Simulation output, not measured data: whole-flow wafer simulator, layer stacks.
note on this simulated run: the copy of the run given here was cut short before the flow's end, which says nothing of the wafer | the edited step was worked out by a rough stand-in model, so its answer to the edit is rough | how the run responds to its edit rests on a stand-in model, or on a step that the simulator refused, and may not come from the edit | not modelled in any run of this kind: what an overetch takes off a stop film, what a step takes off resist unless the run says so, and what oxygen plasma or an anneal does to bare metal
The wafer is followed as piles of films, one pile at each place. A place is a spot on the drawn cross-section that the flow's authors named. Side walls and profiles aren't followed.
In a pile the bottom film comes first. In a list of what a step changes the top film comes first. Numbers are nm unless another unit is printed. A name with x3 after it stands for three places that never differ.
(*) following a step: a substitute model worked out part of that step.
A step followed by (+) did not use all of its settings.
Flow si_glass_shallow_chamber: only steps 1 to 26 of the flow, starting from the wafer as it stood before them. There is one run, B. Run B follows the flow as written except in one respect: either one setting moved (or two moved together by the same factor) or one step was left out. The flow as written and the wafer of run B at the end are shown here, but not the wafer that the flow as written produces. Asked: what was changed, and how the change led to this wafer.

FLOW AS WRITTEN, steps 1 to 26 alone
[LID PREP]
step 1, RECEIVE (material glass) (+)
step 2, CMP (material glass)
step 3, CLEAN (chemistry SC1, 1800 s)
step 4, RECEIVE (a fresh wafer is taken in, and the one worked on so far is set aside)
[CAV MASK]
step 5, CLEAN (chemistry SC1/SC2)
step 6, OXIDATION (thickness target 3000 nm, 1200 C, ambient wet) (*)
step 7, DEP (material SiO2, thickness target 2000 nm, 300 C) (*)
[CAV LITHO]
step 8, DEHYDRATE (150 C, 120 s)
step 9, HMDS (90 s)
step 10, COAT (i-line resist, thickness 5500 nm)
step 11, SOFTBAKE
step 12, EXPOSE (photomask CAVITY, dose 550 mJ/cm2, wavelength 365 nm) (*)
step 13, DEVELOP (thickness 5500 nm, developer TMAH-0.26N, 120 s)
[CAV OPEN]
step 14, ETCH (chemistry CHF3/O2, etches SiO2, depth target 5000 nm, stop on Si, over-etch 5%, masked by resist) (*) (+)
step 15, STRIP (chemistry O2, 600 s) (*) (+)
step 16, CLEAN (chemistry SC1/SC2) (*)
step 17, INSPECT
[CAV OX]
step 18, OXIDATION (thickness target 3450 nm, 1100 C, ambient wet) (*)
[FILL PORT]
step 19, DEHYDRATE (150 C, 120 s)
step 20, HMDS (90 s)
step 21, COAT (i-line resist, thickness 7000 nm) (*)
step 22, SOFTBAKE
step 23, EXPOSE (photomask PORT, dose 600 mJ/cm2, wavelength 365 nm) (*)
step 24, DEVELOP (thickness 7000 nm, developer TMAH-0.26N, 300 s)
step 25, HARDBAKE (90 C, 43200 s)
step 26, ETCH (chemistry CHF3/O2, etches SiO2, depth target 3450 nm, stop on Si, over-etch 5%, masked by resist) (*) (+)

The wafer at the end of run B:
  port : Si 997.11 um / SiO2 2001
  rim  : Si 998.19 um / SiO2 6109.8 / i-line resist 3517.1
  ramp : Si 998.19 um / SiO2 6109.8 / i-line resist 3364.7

What caused this: step 26, ETCH: depth target 1380 nm was run, while the flow as written has depth target 3450 nm.

Step by step, how the change led to this:
  step 26, ETCH (chemistry CHF3/O2, etches SiO2, depth target 3450 nm, stop on Si, over-etch 5%, masked by resist) (*) (+)
      port: -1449 SiO2 (it would be, as written: -3450 SiO2 (all of it), -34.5 Si)
      rim, ramp, cav, ring: -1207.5 i-line resist (it would be, as written: -3018.8 i-line resist)
      (also at 1 further place)
